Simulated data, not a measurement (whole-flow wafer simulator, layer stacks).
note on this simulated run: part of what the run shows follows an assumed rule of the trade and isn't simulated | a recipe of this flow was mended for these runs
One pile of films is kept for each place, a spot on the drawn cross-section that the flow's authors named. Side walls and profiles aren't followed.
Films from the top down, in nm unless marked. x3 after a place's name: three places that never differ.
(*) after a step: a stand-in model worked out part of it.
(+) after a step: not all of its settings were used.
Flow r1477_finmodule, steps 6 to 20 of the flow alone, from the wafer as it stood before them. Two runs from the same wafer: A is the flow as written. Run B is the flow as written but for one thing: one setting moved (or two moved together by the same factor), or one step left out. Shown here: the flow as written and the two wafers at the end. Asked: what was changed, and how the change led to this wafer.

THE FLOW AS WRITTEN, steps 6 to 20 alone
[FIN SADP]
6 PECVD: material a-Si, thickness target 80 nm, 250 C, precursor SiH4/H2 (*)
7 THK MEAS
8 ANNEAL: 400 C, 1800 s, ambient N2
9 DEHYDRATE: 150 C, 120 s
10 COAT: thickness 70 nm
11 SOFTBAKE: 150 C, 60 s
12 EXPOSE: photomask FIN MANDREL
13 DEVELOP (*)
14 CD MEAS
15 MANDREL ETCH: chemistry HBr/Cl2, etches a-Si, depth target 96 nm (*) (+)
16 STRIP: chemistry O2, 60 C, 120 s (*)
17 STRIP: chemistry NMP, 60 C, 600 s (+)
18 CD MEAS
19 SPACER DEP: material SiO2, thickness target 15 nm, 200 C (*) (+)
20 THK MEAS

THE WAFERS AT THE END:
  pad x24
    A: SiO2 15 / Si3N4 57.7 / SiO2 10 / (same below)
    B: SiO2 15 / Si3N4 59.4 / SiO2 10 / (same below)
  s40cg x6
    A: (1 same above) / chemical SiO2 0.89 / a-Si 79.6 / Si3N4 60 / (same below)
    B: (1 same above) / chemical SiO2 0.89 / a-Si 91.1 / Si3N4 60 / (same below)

The cause: step 6, PECVD: thickness target 91.5 nm was run, where the flow has thickness target 80 nm.

How the change led to this, step by step:
  6 PECVD: material a-Si, thickness target 80 nm, 250 C, precursor SiH4/H2 (*)
      pad x24, s40cg x6, s40sg_line x6: A a-Si +80 (new film) | B a-Si +91.5 (new film)
  15 MANDREL ETCH: chemistry HBr/Cl2, etches a-Si, depth target 96 nm (*) (+)
      pad x24, s40sg_line x6: A a-Si -80 (all of it), Si3N4 -2.29 | B a-Si -91.5 (all of it), Si3N4 -0.64
